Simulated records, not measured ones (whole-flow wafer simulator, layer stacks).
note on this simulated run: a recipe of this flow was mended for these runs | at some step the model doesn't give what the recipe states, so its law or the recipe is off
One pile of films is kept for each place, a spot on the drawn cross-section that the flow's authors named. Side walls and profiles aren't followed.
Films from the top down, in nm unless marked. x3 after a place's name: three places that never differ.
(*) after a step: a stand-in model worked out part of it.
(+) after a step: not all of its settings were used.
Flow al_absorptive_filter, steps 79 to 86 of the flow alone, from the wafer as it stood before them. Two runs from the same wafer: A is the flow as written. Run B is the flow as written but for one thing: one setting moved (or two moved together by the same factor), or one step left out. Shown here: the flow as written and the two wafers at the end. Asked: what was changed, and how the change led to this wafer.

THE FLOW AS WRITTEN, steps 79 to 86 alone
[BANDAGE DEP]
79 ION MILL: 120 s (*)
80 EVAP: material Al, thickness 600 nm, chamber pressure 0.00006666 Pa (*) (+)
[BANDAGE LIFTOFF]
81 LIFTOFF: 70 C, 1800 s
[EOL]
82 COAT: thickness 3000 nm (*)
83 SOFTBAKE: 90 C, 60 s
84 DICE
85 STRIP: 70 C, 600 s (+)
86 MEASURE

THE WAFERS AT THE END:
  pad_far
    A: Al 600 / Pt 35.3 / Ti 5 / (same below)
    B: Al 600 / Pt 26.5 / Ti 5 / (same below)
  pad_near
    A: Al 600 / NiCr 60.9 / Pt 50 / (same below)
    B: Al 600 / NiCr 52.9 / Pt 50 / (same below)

The cause: step 79, ION MILL: 192 s was run, where the flow has 120 s.

How the change led to this, step by step:
  79 ION MILL: 120 s (*)
      gnd, ledge, res and 9 more: A i-line-resist -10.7 | B i-line-resist -17.1
      pad_far: A Pt -14.7 | B Pt -23.5
      (and at 1 more place)
